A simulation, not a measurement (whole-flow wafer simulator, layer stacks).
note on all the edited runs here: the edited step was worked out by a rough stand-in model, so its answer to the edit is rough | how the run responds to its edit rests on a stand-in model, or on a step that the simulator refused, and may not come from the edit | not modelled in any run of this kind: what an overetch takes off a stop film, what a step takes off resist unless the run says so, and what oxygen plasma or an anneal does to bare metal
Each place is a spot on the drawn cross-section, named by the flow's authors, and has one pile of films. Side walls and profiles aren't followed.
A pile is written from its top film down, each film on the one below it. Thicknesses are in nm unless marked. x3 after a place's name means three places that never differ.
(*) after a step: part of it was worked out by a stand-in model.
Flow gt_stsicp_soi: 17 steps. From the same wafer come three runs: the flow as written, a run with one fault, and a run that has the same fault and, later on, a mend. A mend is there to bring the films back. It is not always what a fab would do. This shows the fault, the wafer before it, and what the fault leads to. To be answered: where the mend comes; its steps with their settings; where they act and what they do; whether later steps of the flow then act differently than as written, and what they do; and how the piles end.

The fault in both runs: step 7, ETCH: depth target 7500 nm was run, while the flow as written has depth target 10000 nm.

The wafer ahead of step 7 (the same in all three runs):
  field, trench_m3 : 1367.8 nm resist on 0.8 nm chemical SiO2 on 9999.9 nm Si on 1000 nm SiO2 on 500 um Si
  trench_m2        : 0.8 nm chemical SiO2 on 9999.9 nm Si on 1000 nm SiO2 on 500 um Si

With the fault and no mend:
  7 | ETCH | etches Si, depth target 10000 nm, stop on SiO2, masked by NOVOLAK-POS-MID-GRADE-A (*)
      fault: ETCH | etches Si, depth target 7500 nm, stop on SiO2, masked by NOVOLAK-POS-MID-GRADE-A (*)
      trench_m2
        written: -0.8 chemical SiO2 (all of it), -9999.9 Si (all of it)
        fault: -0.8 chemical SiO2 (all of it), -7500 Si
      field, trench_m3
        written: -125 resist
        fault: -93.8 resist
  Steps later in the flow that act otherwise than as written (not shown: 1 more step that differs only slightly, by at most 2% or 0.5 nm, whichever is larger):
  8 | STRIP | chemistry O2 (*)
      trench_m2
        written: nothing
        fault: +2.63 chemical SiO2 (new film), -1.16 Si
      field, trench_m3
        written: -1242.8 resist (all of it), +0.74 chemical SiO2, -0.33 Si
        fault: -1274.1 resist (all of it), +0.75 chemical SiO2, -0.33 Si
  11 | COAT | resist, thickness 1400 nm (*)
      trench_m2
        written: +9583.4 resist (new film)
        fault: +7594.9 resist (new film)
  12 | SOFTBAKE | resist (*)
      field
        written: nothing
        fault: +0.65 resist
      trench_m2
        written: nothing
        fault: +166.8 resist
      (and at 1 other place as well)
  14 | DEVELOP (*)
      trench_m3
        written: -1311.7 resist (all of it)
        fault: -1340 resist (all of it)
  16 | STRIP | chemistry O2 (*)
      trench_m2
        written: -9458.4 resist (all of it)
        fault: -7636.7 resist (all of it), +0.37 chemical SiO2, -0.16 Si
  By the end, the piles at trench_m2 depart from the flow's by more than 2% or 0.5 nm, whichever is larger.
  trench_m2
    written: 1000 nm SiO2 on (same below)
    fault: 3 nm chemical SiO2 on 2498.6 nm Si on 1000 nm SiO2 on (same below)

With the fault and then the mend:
  The mend follows step 7.
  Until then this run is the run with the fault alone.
  7a | ETCH | etches Si, depth target 2500 nm, stop on SiO2, masked by NOVOLAK-POS-MID-GRADE-A (*) (the flow's step 7 again, with other settings)
      field, trench_m3
        -31.2 resist
      trench_m2
        -2499.9 Si (all of it)
  Later steps of the flow that are run all act as written at every place that is followed.
  At every place that both follow, the piles at the end match the flow's.
